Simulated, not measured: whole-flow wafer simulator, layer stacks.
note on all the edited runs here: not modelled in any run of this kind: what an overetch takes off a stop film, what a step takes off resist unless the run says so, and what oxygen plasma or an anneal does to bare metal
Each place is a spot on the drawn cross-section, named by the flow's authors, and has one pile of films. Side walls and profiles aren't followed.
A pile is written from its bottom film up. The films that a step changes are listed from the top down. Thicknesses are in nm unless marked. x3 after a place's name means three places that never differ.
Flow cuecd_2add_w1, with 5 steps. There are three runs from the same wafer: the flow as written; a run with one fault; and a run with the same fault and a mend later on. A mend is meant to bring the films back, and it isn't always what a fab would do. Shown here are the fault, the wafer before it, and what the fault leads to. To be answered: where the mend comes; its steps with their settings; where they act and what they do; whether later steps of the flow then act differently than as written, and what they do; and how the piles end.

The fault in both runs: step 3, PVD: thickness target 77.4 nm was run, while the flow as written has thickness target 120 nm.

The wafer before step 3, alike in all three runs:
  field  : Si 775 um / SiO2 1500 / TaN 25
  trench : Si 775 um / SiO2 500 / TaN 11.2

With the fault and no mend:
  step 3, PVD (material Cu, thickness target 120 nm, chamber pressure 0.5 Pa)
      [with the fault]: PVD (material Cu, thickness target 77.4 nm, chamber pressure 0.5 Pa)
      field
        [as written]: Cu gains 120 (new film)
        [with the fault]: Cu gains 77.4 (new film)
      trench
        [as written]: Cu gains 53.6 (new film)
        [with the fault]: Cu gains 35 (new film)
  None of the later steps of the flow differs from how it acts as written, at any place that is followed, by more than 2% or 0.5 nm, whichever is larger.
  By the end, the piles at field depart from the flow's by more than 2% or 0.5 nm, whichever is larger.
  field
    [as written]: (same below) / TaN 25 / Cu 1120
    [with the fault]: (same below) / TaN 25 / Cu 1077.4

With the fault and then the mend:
  The mend follows step 3.
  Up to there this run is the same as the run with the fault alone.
  step 3a, ETCH (chemistry cu recess dil, depth target 89.21 nm)
      field
        Cu loses 77.4 (all of it)
      trench
        Cu loses 35 (all of it)
  step 3b, PVD (material Cu, thickness target 120 nm, chamber pressure 0.5 Pa) (the flow's step 3 again)
      field
        Cu gains 120 (new film)
      trench
        Cu gains 53.6 (new film)
  None of the later steps of the flow acts differently than as written at any place that is followed.
  The piles end the same as the flow's at every place that both follow.
